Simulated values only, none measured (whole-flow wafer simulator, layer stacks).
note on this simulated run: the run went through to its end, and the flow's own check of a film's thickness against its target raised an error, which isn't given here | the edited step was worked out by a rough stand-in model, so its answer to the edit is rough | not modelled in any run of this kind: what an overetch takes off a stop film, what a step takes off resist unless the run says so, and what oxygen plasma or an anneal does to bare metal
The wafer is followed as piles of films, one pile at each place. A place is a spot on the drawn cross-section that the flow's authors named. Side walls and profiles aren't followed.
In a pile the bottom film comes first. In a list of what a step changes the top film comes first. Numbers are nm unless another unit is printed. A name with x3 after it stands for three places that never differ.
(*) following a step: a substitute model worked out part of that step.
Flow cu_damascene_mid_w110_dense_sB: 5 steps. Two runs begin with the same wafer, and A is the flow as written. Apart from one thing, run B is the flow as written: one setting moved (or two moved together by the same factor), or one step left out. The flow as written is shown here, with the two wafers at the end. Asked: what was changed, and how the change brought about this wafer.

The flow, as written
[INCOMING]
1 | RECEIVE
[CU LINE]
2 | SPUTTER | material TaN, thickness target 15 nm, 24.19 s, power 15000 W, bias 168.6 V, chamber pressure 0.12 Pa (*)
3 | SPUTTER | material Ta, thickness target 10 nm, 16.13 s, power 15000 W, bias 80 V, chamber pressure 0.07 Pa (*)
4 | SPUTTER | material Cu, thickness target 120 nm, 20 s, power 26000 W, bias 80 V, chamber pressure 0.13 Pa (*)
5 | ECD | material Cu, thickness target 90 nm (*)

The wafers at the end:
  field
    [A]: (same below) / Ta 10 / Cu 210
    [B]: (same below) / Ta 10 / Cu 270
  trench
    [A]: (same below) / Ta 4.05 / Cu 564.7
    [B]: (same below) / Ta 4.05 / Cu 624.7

What caused this: step 4, SPUTTER: 30 s was run, while the flow as written has 20 s.

The path from the change to this, step by step:
  4 | SPUTTER | material Cu, thickness target 120 nm, 20 s, power 26000 W, bias 80 V, chamber pressure 0.13 Pa (*)
      field: A Cu gains 120 (new film) | B Cu gains 180 (new film)
      trench: A Cu gains 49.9 (new film) | B Cu gains 74.9 (new film)
  5 | ECD | material Cu, thickness target 90 nm (*)
      trench: A Cu gains 514.8 | B Cu gains 549.8
